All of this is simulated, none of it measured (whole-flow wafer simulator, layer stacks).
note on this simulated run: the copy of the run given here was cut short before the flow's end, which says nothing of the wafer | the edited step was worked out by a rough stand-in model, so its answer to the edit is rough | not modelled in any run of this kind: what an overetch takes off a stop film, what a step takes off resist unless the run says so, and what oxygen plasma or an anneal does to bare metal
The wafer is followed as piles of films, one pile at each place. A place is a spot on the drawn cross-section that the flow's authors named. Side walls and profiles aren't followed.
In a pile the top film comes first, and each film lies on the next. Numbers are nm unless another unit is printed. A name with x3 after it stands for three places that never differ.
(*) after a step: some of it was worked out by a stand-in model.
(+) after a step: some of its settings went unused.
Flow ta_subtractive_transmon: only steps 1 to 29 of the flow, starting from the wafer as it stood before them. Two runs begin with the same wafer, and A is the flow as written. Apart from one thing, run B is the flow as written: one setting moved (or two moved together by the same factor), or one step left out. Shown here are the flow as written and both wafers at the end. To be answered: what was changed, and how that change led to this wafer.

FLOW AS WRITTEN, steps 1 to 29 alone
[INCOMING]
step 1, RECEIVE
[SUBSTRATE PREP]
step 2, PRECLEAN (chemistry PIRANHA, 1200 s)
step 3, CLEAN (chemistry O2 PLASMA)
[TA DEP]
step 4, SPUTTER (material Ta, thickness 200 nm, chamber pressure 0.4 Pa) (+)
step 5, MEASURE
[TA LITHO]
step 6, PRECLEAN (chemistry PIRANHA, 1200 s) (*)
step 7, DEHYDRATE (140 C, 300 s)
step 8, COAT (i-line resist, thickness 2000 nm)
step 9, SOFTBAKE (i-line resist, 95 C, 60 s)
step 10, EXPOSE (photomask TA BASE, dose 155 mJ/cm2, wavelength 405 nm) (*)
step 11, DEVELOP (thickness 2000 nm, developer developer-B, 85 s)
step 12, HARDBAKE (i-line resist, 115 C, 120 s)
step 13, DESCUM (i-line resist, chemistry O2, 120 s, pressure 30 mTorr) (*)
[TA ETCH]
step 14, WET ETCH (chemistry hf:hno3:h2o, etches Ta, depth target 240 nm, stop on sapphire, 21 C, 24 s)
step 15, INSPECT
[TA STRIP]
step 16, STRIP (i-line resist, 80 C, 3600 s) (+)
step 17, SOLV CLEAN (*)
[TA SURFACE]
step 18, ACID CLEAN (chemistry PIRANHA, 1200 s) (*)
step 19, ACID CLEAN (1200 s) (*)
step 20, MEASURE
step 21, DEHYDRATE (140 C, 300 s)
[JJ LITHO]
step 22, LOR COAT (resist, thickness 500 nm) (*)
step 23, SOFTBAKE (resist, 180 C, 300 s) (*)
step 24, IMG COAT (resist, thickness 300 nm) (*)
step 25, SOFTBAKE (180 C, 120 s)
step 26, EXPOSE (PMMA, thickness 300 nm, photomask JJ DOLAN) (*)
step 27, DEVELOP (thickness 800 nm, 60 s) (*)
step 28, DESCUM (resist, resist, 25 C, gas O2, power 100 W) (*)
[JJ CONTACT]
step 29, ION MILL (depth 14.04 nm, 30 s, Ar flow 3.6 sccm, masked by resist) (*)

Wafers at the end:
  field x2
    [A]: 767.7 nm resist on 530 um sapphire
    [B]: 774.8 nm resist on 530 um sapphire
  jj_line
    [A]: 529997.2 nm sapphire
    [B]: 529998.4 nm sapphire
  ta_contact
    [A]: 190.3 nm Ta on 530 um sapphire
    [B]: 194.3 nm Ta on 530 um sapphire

Cause: step 29, ION MILL: 17.2 s was run, while the flow as written has 30 s.

The path from the change to this, step by step:
  step 29, ION MILL (depth 14.04 nm, 30 s, Ar flow 3.6 sccm, masked by resist) (*)
      field x2, ta_pad: A -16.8 resist | B -9.62 resist
      jj_line, lead: A -2.8 sapphire | B -1.6 sapphire
      (as well as at 1 more place)
